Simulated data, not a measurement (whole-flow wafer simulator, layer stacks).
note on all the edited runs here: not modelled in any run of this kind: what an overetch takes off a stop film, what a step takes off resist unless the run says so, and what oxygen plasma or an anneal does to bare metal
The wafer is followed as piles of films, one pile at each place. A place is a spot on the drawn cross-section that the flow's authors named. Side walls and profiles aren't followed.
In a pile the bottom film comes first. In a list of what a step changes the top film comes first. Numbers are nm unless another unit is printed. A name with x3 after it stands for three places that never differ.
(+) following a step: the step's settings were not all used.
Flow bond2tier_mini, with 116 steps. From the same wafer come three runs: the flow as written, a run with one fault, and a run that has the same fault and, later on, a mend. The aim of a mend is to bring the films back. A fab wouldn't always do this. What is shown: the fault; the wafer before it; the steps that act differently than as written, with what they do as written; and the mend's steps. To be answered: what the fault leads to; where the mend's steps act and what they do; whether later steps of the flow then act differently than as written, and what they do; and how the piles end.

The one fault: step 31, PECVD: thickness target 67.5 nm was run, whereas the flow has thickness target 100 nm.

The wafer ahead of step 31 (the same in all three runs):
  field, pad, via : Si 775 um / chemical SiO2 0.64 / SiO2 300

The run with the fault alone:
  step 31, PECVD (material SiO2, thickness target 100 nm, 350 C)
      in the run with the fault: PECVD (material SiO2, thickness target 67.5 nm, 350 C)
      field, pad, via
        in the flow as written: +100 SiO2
        in the run with the fault: +67.5 SiO2
  Every later step of the flow that is run acts as written at every place that is followed.
  By the end, the piles at field, pad depart from the flow's by more than 2% or 0.5 nm, whichever is larger.
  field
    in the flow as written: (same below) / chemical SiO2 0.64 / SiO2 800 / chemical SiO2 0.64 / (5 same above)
    in the run with the fault: (same below) / chemical SiO2 0.64 / SiO2 767.5 / chemical SiO2 0.64 / (5 same above)
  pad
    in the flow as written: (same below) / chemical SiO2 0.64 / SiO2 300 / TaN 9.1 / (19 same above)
    in the run with the fault: (same below) / chemical SiO2 0.64 / SiO2 267.5 / TaN 9.1 / (19 same above)

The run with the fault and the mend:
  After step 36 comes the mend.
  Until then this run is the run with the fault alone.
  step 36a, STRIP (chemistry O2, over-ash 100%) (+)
      field
        -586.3 KrF resist (all of it)
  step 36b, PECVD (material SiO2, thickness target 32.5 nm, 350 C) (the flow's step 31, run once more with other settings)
      field, pad, via
        +32.5 SiO2
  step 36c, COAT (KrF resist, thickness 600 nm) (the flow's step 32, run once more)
      field, pad, via
        +600 KrF resist (new film)
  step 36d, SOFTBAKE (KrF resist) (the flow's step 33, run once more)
      leaves every film unchanged at each place that is followed
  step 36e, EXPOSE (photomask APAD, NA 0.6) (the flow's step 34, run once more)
      leaves every film unchanged at each place that is followed
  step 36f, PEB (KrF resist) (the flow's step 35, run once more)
      leaves every film unchanged at each place that is followed
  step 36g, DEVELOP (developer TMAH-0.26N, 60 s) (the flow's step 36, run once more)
      pad, via
        -600 KrF resist (all of it)
      field
        -13.7 KrF resist
  Every later step of the flow that is run acts as written at every place that is followed.
  The piles end the same as the flow's at every place that both follow.
